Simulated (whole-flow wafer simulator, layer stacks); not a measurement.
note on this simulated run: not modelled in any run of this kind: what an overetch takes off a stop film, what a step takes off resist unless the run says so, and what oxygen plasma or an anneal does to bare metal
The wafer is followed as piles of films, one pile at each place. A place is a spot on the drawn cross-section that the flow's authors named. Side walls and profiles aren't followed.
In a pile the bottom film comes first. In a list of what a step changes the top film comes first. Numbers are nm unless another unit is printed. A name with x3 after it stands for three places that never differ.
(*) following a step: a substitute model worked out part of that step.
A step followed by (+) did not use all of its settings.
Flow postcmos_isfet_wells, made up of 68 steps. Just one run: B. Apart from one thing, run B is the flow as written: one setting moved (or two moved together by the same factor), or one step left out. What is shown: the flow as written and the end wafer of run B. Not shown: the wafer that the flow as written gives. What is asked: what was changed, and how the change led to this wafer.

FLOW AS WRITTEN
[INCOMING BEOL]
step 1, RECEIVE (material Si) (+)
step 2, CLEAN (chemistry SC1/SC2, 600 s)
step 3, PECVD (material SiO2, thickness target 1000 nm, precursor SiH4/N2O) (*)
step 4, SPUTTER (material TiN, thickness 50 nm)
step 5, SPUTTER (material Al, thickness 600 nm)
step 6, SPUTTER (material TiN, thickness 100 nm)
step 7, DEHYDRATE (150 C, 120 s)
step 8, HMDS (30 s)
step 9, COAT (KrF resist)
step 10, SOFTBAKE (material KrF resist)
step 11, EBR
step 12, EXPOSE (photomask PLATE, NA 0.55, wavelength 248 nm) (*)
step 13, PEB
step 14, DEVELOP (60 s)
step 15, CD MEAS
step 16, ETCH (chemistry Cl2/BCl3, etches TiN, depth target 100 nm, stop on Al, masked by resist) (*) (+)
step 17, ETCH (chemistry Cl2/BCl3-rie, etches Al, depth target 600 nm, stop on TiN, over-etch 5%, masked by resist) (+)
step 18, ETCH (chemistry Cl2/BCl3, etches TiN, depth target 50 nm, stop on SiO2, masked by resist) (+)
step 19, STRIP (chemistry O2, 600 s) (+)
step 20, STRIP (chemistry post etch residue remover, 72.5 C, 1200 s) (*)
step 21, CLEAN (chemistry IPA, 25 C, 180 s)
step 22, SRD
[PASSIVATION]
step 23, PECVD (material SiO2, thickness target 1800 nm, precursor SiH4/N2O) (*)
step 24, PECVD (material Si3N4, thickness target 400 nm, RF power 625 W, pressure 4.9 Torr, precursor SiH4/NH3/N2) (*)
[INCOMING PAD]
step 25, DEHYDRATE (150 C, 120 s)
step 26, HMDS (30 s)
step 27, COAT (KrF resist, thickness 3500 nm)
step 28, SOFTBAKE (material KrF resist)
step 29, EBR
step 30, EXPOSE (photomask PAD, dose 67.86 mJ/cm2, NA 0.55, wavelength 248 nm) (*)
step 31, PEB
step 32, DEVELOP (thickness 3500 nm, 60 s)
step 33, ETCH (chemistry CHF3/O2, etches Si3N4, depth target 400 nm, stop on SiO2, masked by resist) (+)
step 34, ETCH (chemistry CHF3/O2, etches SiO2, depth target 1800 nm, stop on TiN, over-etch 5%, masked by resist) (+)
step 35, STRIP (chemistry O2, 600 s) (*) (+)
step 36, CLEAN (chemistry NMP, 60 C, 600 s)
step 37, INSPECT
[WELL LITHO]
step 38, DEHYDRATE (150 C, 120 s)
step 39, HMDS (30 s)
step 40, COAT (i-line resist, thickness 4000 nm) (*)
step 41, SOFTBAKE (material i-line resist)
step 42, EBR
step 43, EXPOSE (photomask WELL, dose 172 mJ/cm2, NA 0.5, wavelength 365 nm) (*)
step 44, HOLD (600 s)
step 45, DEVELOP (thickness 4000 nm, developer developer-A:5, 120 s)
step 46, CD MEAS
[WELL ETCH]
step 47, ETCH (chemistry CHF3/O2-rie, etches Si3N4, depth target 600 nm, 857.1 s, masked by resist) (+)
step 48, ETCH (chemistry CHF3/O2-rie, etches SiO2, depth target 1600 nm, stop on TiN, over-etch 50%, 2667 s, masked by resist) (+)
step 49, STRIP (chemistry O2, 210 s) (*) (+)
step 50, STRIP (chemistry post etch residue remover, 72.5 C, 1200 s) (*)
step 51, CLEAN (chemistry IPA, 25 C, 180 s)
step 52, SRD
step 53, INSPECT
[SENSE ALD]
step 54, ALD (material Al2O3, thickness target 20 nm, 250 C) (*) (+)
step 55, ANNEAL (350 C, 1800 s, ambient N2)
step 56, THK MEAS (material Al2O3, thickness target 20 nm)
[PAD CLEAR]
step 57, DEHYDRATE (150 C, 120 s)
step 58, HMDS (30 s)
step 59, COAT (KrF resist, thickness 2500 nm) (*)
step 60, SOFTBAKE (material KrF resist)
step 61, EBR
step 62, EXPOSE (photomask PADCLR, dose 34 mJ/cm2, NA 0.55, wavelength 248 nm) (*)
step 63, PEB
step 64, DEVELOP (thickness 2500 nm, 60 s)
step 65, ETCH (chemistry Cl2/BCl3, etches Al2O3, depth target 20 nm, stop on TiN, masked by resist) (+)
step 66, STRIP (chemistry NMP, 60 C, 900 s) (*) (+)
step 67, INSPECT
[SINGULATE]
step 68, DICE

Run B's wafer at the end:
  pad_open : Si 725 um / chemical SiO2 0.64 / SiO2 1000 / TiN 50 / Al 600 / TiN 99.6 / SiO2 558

Cause: step 34, ETCH: depth target 1242 nm was run, while the flow as written has depth target 1800 nm.

The path from the change to this, step by step:
  step 34, ETCH (chemistry CHF3/O2, etches SiO2, depth target 1800 nm, stop on TiN, over-etch 5%, masked by resist) (+)
      pad_open: SiO2 loses 1242 (in the flow as written it would be: SiO2 loses 1800 (all of it))
      field, margin, well900, well1300 x3, pad_rim, pad_clr: KrF resist loses 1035 (in the flow as written it would be: KrF resist loses 1500)
  step 35, STRIP (chemistry O2, 600 s) (*) (+)
      field, margin, well900, well1300 x3, pad_rim, pad_clr: KrF resist loses 2078.3 (all of it) (in the flow as written it would be: KrF resist loses 1613.3 (all of it))
  step 40, COAT (i-line resist, thickness 4000 nm) (*)
      pad_clr: i-line resist gains 3433.7 (new film) (in the flow as written it would be: i-line resist gains 3256.8 (new film))
      pad_open: i-line resist gains 4603.6 (new film) (in the flow as written it would be: i-line resist gains 4804.7 (new film))
  step 41, SOFTBAKE (material i-line resist)
      pad_clr: i-line resist loses 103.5 (in the flow as written it would be: i-line resist loses 156.7)
      pad_open: i-line resist gains 89.4 (in the flow as written it would be: i-line resist gains 115.3)
  step 49, STRIP (chemistry O2, 210 s) (*) (+)
      pad_clr: i-line resist loses 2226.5 (all of it) (in the flow as written it would be: i-line resist loses 1996.5 (all of it))
      pad_open: i-line resist loses 3589.3 (all of it) (in the flow as written it would be: i-line resist loses 3816.3 (all of it))
  step 59, COAT (KrF resist, thickness 2500 nm) (*)
      pad_rim: KrF resist gains 2106.8 (new film) (in the flow as written it would be: KrF resist gains 1976.4 (new film))
      pad_clr: KrF resist gains 1884.1 (new film) (in the flow as written it would be: KrF resist gains 1691.6 (new film))
      (also at 1 further place)
  step 63, PEB
      pad_rim: KrF resist loses 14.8 (in the flow as written it would be: KrF resist loses 13.9)
      pad_clr: KrF resist loses 13.2 (in the flow as written it would be: KrF resist loses 11.8)
      (also at 1 further place)
  step 64, DEVELOP (thickness 2500 nm, 60 s)
      pad_clr: KrF resist loses 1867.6 (all of it) (in the flow as written it would be: KrF resist loses 1676 (all of it))
      pad_open: KrF resist loses 2902.2 (all of it) (in the flow as written it would be: KrF resist loses 3045.1 (all of it))
  step 66, STRIP (chemistry NMP, 60 C, 900 s) (*) (+)
      pad_rim: KrF resist loses 2052.9 (all of it) (in the flow as written it would be: KrF resist loses 1923.7 (all of it))
